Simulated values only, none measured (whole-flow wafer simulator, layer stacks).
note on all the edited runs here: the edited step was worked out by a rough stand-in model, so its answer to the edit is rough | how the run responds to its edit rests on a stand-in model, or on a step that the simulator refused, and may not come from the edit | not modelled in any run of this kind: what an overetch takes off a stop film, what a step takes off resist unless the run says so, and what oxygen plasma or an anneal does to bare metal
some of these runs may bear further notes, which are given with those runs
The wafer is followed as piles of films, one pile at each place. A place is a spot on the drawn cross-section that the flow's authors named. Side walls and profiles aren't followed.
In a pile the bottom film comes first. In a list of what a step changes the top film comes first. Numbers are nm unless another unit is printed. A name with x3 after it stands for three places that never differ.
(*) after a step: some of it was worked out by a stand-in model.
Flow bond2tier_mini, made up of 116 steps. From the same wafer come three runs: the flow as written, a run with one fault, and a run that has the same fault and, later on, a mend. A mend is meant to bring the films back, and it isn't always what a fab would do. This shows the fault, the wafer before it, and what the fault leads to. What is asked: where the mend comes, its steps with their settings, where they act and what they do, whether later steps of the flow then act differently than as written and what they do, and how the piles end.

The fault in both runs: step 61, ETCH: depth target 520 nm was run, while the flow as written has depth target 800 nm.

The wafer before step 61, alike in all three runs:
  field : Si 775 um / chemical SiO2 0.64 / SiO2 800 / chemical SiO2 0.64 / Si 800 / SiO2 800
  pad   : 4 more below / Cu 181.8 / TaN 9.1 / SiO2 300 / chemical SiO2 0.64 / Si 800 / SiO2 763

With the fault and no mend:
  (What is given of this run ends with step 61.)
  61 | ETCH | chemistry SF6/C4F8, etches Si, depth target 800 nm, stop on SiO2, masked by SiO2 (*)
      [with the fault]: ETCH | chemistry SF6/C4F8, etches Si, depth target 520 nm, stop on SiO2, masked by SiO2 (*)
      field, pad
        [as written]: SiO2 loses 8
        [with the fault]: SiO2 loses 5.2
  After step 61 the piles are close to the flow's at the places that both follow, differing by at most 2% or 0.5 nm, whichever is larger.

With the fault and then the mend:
  The mend stands after step 61.
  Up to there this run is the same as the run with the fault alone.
  61a | ETCH | chemistry SF6/C4F8, etches Si, depth target 280 nm, stop on SiO2, masked by SiO2 (*) (the flow's step 61, run once more with other settings)
      field, pad
        SiO2 loses 2.8
  None of the later steps of the flow acts differently than as written at any place that is followed.
  The piles end the same as the flow's at every place that both follow.
